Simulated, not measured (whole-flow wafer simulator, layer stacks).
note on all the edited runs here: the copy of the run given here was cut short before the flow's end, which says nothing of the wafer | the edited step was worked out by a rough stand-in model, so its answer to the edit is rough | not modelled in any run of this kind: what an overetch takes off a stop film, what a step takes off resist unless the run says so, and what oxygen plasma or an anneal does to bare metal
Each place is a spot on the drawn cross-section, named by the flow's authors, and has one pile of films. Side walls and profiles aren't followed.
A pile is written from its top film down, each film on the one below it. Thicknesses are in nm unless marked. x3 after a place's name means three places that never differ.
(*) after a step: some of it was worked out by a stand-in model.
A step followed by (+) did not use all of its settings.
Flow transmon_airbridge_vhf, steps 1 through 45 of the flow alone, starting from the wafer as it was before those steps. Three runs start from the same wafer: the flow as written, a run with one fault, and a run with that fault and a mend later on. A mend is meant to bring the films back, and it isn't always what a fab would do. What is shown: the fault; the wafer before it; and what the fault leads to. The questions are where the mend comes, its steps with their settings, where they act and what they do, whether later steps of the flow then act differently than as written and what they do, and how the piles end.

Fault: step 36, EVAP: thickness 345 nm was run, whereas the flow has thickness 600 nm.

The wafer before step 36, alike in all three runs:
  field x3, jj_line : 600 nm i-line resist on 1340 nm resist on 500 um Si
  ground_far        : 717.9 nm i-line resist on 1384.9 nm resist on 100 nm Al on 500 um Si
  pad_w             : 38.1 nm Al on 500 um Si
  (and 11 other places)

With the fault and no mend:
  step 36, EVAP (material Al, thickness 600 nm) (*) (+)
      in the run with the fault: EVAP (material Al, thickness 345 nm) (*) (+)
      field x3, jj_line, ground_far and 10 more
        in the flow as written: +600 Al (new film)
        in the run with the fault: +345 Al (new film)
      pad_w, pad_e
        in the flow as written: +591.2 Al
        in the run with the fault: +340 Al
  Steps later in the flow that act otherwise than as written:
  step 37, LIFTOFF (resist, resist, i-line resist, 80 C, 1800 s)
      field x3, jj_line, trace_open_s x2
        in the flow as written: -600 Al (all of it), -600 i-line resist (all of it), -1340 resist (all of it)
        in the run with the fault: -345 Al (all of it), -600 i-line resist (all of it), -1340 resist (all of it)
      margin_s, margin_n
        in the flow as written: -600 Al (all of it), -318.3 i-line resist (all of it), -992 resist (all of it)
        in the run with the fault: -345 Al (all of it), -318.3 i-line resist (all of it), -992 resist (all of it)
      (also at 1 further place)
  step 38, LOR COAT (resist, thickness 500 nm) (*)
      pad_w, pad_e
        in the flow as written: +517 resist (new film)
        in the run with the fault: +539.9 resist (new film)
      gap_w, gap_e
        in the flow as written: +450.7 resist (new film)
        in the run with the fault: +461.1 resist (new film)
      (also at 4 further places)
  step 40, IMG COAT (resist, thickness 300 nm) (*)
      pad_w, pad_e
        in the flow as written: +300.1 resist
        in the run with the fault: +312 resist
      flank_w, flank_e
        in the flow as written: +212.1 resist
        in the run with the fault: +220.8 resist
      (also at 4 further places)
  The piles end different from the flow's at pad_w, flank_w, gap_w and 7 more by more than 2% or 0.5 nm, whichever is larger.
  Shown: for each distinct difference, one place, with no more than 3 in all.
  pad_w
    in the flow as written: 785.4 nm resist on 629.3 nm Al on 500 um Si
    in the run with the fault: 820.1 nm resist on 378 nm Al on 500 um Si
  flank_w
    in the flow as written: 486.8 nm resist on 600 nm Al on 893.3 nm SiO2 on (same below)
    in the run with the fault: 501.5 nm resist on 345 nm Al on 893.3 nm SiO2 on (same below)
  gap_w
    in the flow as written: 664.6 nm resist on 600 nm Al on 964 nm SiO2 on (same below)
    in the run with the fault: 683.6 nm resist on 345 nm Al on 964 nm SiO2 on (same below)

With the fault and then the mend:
  The mend stands after step 36.
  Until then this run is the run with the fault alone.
  step 36a, EVAP (material Al, thickness 255 nm) (*) (+) (a further turn of the flow's step 36, with different settings)
      field x3, jj_line, ground_far and 10 more
        +255 Al
      pad_w, pad_e
        +251.2 Al
  Every later step of the flow that is run acts as written, at every place that is followed, to within 2% or 0.5 nm, whichever is larger.
  At the end the piles are close to the flow's at the places that both follow, differing by at most 2% or 0.5 nm, whichever is larger.
